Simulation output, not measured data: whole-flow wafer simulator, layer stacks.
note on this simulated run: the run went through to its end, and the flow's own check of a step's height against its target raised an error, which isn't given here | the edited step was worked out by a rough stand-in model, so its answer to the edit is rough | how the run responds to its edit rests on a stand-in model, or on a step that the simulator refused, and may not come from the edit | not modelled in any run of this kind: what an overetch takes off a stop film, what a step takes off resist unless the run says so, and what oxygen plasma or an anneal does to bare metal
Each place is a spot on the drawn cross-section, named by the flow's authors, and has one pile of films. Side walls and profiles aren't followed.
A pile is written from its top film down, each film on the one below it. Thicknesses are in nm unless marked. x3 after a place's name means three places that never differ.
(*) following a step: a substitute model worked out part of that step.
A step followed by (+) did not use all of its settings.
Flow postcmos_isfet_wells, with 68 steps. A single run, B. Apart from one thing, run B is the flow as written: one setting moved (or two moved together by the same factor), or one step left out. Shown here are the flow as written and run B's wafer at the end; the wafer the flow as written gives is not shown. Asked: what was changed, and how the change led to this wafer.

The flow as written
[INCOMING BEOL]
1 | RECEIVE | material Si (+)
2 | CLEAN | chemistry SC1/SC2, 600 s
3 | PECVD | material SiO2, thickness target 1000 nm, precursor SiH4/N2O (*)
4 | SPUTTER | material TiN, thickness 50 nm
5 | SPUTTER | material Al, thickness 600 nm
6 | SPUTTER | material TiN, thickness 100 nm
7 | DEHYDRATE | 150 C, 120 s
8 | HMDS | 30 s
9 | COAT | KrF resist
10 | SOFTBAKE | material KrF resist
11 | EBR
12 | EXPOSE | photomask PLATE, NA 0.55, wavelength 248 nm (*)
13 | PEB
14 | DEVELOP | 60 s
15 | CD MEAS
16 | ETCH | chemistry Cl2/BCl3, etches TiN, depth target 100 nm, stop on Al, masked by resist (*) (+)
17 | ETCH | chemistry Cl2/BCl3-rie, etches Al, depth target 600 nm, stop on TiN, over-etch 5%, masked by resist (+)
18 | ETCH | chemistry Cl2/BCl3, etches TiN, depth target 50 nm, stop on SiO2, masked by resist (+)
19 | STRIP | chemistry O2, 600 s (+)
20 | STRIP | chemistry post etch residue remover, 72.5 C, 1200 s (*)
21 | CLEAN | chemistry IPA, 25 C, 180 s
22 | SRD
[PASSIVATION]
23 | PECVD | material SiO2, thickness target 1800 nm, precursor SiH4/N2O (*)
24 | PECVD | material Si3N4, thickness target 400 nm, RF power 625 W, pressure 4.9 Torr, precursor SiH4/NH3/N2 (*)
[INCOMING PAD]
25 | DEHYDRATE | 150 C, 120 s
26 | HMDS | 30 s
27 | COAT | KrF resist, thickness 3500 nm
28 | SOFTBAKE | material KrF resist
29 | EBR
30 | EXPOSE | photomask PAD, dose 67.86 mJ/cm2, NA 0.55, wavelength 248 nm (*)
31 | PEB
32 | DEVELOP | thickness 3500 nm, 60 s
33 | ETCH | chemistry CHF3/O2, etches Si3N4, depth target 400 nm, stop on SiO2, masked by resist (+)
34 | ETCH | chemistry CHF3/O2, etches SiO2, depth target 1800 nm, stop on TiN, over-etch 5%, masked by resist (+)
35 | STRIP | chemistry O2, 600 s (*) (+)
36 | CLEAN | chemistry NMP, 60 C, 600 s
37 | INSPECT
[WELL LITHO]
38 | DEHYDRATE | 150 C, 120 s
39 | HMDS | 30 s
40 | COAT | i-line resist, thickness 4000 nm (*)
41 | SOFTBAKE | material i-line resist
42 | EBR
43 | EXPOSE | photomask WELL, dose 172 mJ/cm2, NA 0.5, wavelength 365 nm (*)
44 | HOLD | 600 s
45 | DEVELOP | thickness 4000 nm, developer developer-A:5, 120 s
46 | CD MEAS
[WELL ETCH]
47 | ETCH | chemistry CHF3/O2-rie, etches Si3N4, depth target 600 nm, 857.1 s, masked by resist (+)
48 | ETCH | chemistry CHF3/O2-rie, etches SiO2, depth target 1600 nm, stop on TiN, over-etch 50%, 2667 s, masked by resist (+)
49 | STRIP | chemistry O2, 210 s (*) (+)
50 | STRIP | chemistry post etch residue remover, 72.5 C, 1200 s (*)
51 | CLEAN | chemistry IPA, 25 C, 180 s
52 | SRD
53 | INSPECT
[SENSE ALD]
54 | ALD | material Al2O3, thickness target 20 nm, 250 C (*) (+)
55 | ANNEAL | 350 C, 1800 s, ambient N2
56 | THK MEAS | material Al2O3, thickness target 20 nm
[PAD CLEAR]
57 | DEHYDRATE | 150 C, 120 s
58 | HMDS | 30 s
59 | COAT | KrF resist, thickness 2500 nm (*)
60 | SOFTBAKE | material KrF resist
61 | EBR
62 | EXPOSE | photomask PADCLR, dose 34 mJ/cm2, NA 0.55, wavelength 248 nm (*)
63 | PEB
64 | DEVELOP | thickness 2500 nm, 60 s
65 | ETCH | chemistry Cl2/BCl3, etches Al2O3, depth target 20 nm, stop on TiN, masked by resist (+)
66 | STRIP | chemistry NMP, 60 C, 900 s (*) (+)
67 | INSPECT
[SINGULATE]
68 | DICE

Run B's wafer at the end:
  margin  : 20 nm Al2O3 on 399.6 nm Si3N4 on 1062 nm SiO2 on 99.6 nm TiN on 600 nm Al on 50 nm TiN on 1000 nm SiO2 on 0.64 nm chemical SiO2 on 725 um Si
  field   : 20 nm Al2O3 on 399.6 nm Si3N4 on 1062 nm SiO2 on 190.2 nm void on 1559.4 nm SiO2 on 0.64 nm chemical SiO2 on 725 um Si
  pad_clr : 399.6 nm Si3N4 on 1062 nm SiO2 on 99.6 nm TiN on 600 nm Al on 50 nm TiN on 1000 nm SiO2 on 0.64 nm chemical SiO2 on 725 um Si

Cause: step 23, PECVD: thickness target 1062 nm was run, whereas the flow has thickness target 1800 nm.
The wafer itself shows it: margin has SiO2 1062, and step 23 as written asks for 1800 nm.

Step by step, how the change led to this:
  23 | PECVD | material SiO2, thickness target 1800 nm, precursor SiH4/N2O (*)
      margin, well900, well1300 x3, pad_rim, pad_clr, pad_open: SiO2 gains 1062 (new film) (in the flow as written it would be: SiO2 gains 1800 (new film))
      field: SiO2 gains 1062 (new film), void gains 190.2 (new film), SiO2 gains 559.4 (in the flow as written it would be: SiO2 gains 1800 (new film), void gains 189.9 (new film), SiO2 gains 559.7)
  34 | ETCH | chemistry CHF3/O2, etches SiO2, depth target 1800 nm, stop on TiN, over-etch 5%, masked by resist (+)
      field, margin, well900, well1300 x3, pad_rim, pad_clr: KrF resist loses 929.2 (in the flow as written it would be: KrF resist loses 1500)
      pad_open: SiO2 loses 1062 (all of it) (in the flow as written it would be: SiO2 loses 1800 (all of it))
  35 | STRIP | chemistry O2, 600 s (*) (+)
      field, margin, well900, well1300 x3, pad_rim, pad_clr: KrF resist loses 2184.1 (all of it) (in the flow as written it would be: KrF resist loses 1613.3 (all of it))
  40 | COAT | i-line resist, thickness 4000 nm (*)
      pad_clr: i-line resist gains 3492.1 (new film) (in the flow as written it would be: i-line resist gains 3256.8 (new film))
      pad_open: i-line resist gains 4538.4 (new film) (in the flow as written it would be: i-line resist gains 4804.7 (new film))
  41 | SOFTBAKE | material i-line resist
      pad_clr: i-line resist loses 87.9 (in the flow as written it would be: i-line resist loses 156.7)
      pad_open: i-line resist gains 80.5 (in the flow as written it would be: i-line resist gains 115.3)
  48 | ETCH | chemistry CHF3/O2-rie, etches SiO2, depth target 1600 nm, stop on TiN, over-etch 50%, 2667 s, masked by resist (+)
      well900, well1300 x3: SiO2 loses 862 (all of it) (in the flow as written it would be: SiO2 loses 1600 (all of it))
  49 | STRIP | chemistry O2, 210 s (*) (+)
      pad_clr: i-line resist loses 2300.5 (all of it) (in the flow as written it would be: i-line resist loses 1996.5 (all of it))
      pad_open: i-line resist loses 3515.3 (all of it) (in the flow as written it would be: i-line resist loses 3816.3 (all of it))
  59 | COAT | KrF resist, thickness 2500 nm (*)
      field: KrF resist gains 1801.5 (new film) (in the flow as written it would be: KrF resist gains 1449 (new film))
      margin: KrF resist gains 1801.5 (new film) (in the flow as written it would be: KrF resist gains 1448.9 (new film))
      (also at 3 further places)
  60 | SOFTBAKE | material KrF resist
      pad_clr: KrF resist loses 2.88 (in the flow as written it would be: KrF resist loses 3.77)
  63 | PEB
      field, margin: KrF resist loses 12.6 (in the flow as written it would be: KrF resist loses 10.1)
      pad_rim: KrF resist loses 15.1 (in the flow as written it would be: KrF resist loses 13.9)
      (also at 2 further places)
  64 | DEVELOP | thickness 2500 nm, 60 s
      pad_clr: KrF resist loses 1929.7 (all of it) (in the flow as written it would be: KrF resist loses 1676 (all of it))
      pad_open: KrF resist loses 2857.4 (all of it) (in the flow as written it would be: KrF resist loses 3045.1 (all of it))
  66 | STRIP | chemistry NMP, 60 C, 900 s (*) (+)
      field: KrF resist loses 1750.2 (all of it) (in the flow as written it would be: KrF resist loses 1400.1 (all of it))
      margin: KrF resist loses 1750.1 (all of it) (in the flow as written it would be: KrF resist loses 1400.1 (all of it))
      (also at 1 further place)
